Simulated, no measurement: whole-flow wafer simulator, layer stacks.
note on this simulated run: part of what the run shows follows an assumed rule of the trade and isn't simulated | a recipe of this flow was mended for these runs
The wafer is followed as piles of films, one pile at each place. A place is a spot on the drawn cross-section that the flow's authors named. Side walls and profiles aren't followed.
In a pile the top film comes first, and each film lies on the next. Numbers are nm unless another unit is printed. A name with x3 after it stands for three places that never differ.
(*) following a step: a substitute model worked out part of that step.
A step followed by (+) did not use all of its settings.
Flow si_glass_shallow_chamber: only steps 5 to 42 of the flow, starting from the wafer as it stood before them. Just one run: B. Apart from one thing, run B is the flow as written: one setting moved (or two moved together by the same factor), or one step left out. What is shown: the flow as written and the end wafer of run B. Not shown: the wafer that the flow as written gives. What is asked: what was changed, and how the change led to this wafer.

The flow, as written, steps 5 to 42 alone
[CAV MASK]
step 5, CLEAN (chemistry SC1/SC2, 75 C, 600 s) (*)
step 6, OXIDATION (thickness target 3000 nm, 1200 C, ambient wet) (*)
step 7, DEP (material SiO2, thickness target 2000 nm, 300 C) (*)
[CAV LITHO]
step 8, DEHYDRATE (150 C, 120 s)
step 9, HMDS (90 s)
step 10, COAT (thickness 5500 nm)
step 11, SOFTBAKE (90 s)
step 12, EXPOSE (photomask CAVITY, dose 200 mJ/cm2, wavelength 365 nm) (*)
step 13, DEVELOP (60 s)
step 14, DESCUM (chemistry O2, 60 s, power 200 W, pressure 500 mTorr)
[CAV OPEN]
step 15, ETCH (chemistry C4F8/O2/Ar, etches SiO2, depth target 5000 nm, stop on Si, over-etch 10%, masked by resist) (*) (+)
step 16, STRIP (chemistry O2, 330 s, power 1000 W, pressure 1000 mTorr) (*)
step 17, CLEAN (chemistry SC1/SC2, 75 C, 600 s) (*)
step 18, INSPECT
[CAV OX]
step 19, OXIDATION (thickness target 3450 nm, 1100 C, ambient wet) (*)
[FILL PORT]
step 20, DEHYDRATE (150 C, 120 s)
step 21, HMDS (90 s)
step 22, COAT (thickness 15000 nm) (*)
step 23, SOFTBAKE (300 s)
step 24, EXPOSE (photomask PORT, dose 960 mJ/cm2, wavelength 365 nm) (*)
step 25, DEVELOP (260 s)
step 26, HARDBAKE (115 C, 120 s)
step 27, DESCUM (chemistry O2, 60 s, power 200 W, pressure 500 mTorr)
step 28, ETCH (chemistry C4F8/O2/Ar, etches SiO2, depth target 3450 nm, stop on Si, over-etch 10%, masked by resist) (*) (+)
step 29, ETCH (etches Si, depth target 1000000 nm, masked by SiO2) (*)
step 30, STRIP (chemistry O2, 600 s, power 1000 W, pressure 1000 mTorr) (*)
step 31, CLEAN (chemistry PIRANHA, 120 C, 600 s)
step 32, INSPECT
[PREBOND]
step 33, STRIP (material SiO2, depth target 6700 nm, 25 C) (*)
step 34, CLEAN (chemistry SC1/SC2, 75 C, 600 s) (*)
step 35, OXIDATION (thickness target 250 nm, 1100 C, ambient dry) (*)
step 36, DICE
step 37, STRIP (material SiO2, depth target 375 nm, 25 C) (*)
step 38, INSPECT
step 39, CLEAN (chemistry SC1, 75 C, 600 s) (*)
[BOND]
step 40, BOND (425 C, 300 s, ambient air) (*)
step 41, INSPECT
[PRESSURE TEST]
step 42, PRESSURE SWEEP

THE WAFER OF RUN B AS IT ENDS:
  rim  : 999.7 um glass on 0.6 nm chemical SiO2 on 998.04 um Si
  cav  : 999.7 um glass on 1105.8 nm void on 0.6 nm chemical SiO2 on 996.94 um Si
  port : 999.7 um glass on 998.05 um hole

Cause: step 7, DEP: thickness target 1760 nm was run, while the flow as written has thickness target 2000 nm; step 17, CLEAN: 528 s was run, where the flow has 600 s.

How this came from the change, step by step:
  step 7, DEP (material SiO2, thickness target 2000 nm, 300 C) (*)
      rim, ramp, cav, port, septum, ring: SiO2 gains 1760 (it would be, as written: SiO2 gains 2000)
  step 15, ETCH (chemistry C4F8/O2/Ar, etches SiO2, depth target 5000 nm, stop on Si, over-etch 10%, masked by resist) (*) (+)
      rim, ramp, septum, ring: thick-i-line-resist loses 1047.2 (it would be, as written: thick-i-line-resist loses 1100)
      cav, port: SiO2 loses 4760 (all of it), Si loses 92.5 (it would be, as written: SiO2 loses 5000 (all of it), Si loses 62.5)
  step 17, CLEAN (chemistry SC1/SC2, 75 C, 600 s) (*)
      rim, ramp, septum, ring: SiO2 loses 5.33 (it would be, as written: SiO2 loses 6.06)
      cav, port: chemical SiO2 loses 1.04, Si loses 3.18 (it would be, as written: chemical SiO2 loses 1.04, Si loses 3.77)
  step 19, OXIDATION (thickness target 3450 nm, 1100 C, ambient wet) (*)
      rim, ramp, septum, ring: SiO2 gains 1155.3, Si loses 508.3 (it would be, as written: SiO2 gains 1110.9, Si loses 488.8)
  step 22, COAT (thickness 15000 nm) (*)
      rim: thick-i-line-resist gains 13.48 um (new film) (it would be, as written: thick-i-line-resist gains 13.4 um (new film))
      ramp: thick-i-line-resist gains 12.99 um (new film) (it would be, as written: thick-i-line-resist gains 12.89 um (new film))
      (as well as at 3 more places)
  step 23, SOFTBAKE (300 s)
      rim: thick-i-line-resist loses 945 (it would be, as written: thick-i-line-resist loses 997)
      ramp: thick-i-line-resist loses 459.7 (it would be, as written: thick-i-line-resist loses 487.1)
      (as well as at 4 more places)
  step 25, DEVELOP (260 s)
      port: thick-i-line-resist loses 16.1 um (all of it) (it would be, as written: thick-i-line-resist loses 16.16 um (all of it))
  step 29, ETCH (etches Si, depth target 1000000 nm, masked by SiO2) (*)
      rim, ramp: thick-i-line-resist loses 11.6 um (all of it), SiO2 loses 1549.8 (it would be, as written: thick-i-line-resist loses 11.47 um (all of it), SiO2 loses 1617.3)
      port: hole gains 997.02 um (new film), Si loses 997.02 um (all of it) (it would be, as written: hole gains 997.05 um (new film), Si loses 997.05 um (all of it))
      (as well as at 2 more places)
  step 30, STRIP (chemistry O2, 600 s, power 1000 W, pressure 1000 mTorr) (*)
      cav: thick-i-line-resist loses 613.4 (all of it) (it would be, as written: thick-i-line-resist loses 669.6 (all of it))
  step 33, STRIP (material SiO2, depth target 6700 nm, 25 C) (*)
      rim, ramp: SiO2 loses 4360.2 (all of it) (it would be, as written: SiO2 loses 4487.5 (all of it))
      septum: SiO2 loses 5543.2 (all of it) (it would be, as written: SiO2 loses 5732.1 (all of it))
      (as well as at 1 more place)
